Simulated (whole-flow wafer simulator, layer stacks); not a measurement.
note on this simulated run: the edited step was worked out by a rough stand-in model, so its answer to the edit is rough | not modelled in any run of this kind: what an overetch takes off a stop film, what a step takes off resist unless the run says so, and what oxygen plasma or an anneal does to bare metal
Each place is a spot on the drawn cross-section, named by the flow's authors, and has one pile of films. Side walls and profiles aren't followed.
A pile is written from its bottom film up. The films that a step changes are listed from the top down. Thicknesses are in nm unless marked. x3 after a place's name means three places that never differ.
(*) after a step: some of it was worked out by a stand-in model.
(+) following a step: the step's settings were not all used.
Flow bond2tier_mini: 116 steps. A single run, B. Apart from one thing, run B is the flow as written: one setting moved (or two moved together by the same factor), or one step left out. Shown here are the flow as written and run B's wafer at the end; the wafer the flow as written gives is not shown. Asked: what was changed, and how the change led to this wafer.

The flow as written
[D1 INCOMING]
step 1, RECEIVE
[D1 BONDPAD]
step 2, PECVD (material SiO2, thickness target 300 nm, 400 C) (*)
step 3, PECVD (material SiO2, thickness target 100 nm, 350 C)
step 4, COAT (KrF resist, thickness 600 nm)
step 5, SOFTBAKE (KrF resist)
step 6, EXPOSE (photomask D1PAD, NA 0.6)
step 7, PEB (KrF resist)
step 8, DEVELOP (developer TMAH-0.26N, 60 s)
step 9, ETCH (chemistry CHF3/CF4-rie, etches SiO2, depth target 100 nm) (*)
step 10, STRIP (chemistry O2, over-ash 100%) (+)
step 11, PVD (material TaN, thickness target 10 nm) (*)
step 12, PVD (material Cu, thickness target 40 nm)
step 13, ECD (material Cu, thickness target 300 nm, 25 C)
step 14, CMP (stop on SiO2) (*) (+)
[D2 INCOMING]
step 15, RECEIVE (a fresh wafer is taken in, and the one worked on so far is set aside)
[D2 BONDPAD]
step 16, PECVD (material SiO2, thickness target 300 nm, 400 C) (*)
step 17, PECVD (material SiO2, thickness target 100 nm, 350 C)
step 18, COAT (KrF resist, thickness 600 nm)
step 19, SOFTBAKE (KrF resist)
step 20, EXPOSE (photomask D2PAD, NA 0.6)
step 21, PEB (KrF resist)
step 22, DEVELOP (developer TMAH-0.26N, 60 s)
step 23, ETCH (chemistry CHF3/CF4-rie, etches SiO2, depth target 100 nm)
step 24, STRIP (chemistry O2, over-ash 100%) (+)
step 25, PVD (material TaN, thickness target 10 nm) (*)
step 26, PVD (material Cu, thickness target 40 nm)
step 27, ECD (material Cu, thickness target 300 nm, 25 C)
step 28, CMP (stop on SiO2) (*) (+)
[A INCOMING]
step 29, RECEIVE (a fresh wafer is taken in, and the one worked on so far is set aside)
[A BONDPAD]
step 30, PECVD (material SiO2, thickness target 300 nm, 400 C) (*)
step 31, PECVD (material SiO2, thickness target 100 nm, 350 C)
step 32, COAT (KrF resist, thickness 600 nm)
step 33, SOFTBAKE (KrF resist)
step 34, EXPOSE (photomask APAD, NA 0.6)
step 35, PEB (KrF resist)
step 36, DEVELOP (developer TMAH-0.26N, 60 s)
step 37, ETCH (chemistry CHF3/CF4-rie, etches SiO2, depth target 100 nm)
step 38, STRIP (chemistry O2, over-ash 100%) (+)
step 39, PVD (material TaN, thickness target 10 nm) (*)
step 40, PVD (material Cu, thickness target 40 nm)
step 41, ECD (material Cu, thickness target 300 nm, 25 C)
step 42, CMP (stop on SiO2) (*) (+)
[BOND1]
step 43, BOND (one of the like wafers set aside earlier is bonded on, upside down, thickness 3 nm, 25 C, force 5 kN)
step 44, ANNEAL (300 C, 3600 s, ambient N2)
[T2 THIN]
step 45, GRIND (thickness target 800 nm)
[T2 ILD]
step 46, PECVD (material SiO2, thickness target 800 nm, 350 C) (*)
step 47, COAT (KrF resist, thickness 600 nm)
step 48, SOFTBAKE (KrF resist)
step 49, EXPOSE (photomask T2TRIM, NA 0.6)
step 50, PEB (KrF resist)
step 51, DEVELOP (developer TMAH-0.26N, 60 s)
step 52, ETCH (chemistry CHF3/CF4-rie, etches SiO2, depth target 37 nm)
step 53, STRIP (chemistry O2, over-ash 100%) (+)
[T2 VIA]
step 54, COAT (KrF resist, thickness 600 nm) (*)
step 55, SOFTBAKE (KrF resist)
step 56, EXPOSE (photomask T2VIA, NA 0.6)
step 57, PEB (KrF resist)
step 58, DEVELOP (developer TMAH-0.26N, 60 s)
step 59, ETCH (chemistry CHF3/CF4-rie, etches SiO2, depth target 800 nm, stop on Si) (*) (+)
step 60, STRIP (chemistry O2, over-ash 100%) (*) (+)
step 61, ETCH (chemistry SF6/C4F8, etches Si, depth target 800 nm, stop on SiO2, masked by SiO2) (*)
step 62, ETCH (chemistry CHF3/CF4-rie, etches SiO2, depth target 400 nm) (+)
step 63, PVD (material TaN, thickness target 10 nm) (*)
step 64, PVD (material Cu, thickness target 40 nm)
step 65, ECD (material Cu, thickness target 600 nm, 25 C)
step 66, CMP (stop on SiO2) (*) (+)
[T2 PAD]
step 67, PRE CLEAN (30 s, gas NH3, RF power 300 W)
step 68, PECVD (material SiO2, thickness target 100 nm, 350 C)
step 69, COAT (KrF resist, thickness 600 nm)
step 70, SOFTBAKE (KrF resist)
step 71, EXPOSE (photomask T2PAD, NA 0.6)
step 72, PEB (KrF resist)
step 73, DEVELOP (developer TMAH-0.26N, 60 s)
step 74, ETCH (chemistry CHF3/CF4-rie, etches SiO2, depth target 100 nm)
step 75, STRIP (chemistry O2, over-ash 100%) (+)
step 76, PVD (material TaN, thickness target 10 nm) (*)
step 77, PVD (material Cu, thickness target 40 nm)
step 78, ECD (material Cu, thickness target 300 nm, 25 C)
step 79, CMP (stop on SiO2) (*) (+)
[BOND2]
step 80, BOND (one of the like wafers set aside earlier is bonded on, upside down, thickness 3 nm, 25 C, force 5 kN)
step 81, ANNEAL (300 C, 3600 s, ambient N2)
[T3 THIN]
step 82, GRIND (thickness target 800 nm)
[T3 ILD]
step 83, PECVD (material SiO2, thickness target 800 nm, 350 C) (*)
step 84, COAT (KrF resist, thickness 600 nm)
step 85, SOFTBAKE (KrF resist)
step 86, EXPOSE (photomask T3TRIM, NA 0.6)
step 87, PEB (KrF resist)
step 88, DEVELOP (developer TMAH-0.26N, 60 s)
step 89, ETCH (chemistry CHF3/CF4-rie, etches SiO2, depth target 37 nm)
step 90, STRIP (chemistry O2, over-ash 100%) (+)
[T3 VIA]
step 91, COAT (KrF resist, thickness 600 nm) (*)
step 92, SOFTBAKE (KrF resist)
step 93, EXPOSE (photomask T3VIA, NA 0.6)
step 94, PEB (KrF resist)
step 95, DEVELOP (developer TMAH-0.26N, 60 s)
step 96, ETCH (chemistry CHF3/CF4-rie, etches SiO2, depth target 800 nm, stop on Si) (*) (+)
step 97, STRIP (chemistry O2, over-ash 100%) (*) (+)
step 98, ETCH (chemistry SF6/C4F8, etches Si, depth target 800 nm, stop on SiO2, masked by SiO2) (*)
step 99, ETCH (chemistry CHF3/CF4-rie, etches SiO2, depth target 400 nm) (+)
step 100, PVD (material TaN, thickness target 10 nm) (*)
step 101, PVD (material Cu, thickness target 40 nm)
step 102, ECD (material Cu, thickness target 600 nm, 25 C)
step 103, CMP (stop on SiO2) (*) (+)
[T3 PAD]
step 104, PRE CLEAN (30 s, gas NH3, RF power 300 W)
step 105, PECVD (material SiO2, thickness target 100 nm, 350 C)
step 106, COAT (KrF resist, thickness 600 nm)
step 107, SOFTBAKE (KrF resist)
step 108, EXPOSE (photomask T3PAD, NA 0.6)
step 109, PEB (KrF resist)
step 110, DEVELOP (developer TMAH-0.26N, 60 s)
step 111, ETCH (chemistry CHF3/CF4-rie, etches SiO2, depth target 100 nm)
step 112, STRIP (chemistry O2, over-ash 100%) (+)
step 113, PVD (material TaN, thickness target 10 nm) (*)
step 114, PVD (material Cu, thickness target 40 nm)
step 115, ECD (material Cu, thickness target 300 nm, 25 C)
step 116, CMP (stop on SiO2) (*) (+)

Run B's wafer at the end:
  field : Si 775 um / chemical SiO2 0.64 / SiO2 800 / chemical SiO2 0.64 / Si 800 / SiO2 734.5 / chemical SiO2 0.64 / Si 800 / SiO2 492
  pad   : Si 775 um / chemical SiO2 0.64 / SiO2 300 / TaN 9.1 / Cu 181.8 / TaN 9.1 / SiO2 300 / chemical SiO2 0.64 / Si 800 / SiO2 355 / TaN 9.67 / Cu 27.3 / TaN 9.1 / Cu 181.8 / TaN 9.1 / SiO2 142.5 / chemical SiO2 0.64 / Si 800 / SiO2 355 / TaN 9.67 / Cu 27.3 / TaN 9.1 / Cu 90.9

Cause: step 16, PECVD: thickness target 142.5 nm was run, whereas the flow has thickness target 300 nm.
The wafer lets one read it off: pad has SiO2 142.5, and step 16 as written asks for 300 nm.

Step by step, how the change led to this:
  step 16, PECVD (material SiO2, thickness target 300 nm, 400 C) (*)
      field, pad, via: SiO2 gains 142.5 (new film) (it would be, as written: SiO2 gains 300 (new film))
  step 80, BOND (one of the like wafers set aside earlier is bonded on, upside down, thickness 3 nm, 25 C, force 5 kN)
      field: Si gains 775 um (new film), chemical SiO2 gains 0.64 (new film), SiO2 gains 242.5 (it would be, as written: Si gains 775 um (new film), chemical SiO2 gains 0.64 (new film), SiO2 gains 400)
      pad: Si gains 775 um (new film), chemical SiO2 gains 0.64 (new film), SiO2 gains 142.5 (new film), TaN gains 9.1 (new film), Cu gains 90.9 (it would be, as written: Si gains 775 um (new film), chemical SiO2 gains 0.64 (new film), SiO2 gains 300 (new film), TaN gains 9.1 (new film), Cu gains 90.9)
